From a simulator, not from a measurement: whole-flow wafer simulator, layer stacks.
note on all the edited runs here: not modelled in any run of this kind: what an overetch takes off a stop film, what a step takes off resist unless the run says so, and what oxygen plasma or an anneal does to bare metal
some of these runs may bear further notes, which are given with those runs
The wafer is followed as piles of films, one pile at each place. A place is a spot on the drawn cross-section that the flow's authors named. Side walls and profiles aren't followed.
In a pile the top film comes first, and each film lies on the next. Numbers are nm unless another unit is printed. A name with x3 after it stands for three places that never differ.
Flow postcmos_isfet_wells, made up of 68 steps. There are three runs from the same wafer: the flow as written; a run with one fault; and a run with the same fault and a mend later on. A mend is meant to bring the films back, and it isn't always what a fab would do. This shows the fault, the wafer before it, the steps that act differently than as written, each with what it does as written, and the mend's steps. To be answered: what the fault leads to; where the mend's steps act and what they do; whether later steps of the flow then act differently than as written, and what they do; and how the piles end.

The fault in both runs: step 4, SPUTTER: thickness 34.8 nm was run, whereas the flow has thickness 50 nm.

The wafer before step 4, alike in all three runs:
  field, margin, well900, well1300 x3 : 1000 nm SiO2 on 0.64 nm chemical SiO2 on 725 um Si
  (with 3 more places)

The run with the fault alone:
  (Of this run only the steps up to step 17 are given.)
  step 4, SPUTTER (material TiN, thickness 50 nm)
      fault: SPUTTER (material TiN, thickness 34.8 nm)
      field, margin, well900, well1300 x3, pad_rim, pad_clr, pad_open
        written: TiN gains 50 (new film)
        fault: TiN gains 34.8 (new film)
  Every later step of the flow up to step 17 that is run acts as written at every place that is followed.
  The piles after step 17 differ from the flow's at field, margin, well900, well1300 x3, pad_rim, pad_clr, pad_open by more than 2% or 0.5 nm, whichever is larger.
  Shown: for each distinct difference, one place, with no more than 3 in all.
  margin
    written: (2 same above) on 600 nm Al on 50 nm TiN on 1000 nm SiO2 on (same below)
    fault: (2 same above) on 600 nm Al on 34.8 nm TiN on 1000 nm SiO2 on (same below)
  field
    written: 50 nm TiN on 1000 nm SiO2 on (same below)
    fault: 34.8 nm TiN on 1000 nm SiO2 on (same below)

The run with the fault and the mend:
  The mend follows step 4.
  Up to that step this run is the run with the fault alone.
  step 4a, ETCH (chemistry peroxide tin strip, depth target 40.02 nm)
      field, margin, well900, well1300 x3, pad_rim, pad_clr, pad_open
        TiN loses 34.8 (all of it)
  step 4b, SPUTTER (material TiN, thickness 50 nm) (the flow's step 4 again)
      field, margin, well900, well1300 x3, pad_rim, pad_clr, pad_open
        TiN gains 50 (new film)
  Every later step of the flow that is run acts as written at every place that is followed.
  The piles end the same as the flow's at every place that both follow.
